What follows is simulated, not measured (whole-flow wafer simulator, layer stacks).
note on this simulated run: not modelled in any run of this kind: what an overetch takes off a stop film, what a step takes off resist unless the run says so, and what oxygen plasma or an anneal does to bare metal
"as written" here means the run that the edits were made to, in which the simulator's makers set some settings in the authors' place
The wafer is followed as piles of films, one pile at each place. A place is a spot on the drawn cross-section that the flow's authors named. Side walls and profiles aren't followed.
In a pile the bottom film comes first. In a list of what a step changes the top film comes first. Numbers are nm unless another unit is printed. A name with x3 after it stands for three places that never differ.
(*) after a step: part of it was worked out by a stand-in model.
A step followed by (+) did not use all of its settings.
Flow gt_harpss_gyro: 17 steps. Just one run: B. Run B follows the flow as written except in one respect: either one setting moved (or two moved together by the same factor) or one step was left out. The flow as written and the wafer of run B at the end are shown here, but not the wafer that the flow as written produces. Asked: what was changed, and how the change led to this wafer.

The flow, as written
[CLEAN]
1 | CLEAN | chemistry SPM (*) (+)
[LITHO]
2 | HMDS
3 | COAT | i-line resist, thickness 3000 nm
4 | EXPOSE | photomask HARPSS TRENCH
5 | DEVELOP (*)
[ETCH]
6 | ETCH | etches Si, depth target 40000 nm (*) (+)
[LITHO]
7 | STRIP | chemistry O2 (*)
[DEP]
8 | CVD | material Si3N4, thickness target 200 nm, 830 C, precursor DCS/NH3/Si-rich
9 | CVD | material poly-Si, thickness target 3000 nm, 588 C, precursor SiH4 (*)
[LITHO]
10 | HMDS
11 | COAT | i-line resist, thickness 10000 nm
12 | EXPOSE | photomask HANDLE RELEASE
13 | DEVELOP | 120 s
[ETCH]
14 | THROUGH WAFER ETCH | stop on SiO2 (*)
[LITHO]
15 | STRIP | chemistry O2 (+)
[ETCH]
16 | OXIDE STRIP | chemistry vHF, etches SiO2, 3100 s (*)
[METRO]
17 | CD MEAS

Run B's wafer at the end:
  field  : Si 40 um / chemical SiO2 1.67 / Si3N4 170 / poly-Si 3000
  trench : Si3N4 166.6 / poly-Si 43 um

What caused this: step 8, CVD: thickness target 170 nm was run, whereas the flow has thickness target 200 nm.
One can read it off the wafer: field has Si3N4 170, and step 8 as written asks for 200 nm.

The path from the change to this, step by step:
  8 | CVD | material Si3N4, thickness target 200 nm, 830 C, precursor DCS/NH3/Si-rich
      field: Si3N4 gains 170 (new film) (it would be, as written: Si3N4 gains 200 (new film))
      trench: Si3N4 gains 166.6 (new film) (it would be, as written: Si3N4 gains 195.9 (new film))
  9 | CVD | material poly-Si, thickness target 3000 nm, 588 C, precursor SiH4 (*)
      trench: poly-Si gains 43 um (new film) (it would be, as written: poly-Si gains 43.01 um (new film))
